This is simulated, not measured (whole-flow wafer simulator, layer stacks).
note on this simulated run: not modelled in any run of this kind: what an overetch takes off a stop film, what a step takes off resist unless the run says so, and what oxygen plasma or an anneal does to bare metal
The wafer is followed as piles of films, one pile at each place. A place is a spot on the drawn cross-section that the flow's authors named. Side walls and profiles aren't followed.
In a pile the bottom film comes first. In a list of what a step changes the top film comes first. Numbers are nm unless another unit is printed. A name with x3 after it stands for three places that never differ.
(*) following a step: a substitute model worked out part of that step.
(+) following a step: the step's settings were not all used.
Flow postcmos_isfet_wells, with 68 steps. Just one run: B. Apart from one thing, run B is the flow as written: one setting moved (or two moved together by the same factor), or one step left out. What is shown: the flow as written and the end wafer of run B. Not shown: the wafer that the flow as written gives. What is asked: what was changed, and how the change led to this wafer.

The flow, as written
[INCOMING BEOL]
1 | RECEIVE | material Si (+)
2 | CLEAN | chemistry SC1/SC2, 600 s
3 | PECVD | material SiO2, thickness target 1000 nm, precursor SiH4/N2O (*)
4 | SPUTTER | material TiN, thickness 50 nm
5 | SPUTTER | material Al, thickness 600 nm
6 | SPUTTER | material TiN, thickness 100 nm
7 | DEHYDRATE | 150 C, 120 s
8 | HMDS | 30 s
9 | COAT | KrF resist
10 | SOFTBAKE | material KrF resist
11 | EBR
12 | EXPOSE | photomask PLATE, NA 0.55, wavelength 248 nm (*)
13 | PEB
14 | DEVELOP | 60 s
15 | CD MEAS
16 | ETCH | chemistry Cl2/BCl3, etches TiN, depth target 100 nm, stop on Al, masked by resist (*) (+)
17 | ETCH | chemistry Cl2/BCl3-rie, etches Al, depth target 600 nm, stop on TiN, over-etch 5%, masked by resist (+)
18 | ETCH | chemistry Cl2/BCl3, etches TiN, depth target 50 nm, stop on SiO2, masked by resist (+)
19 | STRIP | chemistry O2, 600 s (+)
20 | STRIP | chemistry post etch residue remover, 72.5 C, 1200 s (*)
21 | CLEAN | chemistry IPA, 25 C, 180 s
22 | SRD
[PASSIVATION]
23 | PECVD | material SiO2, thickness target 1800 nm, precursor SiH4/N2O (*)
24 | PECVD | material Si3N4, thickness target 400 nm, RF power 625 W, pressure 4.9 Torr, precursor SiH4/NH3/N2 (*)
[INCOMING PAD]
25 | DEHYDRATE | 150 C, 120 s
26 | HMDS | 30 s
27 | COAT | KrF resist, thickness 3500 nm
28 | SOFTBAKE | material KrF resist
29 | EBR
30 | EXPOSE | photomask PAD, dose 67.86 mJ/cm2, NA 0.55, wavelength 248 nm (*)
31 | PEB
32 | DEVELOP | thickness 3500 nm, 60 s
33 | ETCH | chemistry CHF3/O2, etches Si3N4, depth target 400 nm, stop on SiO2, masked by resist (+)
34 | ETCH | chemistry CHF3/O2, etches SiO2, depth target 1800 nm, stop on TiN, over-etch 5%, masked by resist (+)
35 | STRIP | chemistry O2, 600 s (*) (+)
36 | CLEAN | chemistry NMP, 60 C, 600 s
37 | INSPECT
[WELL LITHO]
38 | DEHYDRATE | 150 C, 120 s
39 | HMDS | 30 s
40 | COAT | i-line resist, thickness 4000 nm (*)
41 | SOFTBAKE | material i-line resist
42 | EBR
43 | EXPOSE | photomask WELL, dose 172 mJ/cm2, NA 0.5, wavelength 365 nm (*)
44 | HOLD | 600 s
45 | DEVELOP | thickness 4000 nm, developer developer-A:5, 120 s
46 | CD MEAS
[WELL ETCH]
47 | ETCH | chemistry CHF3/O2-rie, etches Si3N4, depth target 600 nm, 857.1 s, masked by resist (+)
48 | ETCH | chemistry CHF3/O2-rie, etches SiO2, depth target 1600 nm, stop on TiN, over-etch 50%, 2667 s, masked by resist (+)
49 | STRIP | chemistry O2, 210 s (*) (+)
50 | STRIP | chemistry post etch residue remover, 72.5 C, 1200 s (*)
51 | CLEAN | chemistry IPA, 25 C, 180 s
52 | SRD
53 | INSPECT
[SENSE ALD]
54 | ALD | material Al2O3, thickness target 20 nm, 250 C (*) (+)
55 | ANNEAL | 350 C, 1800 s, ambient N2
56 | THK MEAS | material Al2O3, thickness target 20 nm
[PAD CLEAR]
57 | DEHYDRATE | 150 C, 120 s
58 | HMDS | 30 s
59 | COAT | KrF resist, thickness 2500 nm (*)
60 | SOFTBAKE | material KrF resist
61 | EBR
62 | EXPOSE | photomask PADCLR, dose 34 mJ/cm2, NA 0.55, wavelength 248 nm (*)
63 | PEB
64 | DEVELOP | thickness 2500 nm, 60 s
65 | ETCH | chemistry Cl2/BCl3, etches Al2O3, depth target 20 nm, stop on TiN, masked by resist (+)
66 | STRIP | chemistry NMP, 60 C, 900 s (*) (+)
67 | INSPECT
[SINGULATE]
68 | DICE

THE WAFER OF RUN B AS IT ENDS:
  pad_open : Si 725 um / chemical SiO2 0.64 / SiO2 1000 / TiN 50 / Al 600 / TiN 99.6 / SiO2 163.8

The reason: step 33, ETCH: depth target 244 nm was run, while the flow as written has depth target 400 nm.

Step by step, how the change led to this:
  33 | ETCH | chemistry CHF3/O2, etches Si3N4, depth target 400 nm, stop on SiO2, masked by resist (+)
      pad_open: Si3N4 loses 244 (as written it would have been: Si3N4 loses 400 (all of it))
      field, margin, well900, well1300 x3, pad_rim, pad_clr: KrF resist loses 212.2 (as written it would have been: KrF resist loses 347.8)
  34 | ETCH | chemistry CHF3/O2, etches SiO2, depth target 1800 nm, stop on TiN, over-etch 5%, masked by resist (+)
      pad_open: Si3N4 loses 156 (all of it), SiO2 loses 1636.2 (as written it would have been: SiO2 loses 1800 (all of it))
  35 | STRIP | chemistry O2, 600 s (*) (+)
      field, margin, well900, well1300 x3, pad_rim, pad_clr: KrF resist loses 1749 (all of it) (as written it would have been: KrF resist loses 1613.3 (all of it))
  41 | SOFTBAKE | material i-line resist
      pad_clr: i-line resist loses 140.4 (as written it would have been: i-line resist loses 156.7)
      pad_open: i-line resist gains 108 (as written it would have been: i-line resist gains 115.3)
  49 | STRIP | chemistry O2, 210 s (*) (+)
      pad_clr: i-line resist loses 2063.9 (all of it) (as written it would have been: i-line resist loses 1996.5 (all of it))
  59 | COAT | KrF resist, thickness 2500 nm (*)
      pad_clr: KrF resist gains 1746.6 (new film) (as written it would have been: KrF resist gains 1691.6 (new film))
  64 | DEVELOP | thickness 2500 nm, 60 s
      pad_clr: KrF resist loses 1730.9 (all of it) (as written it would have been: KrF resist loses 1676 (all of it))
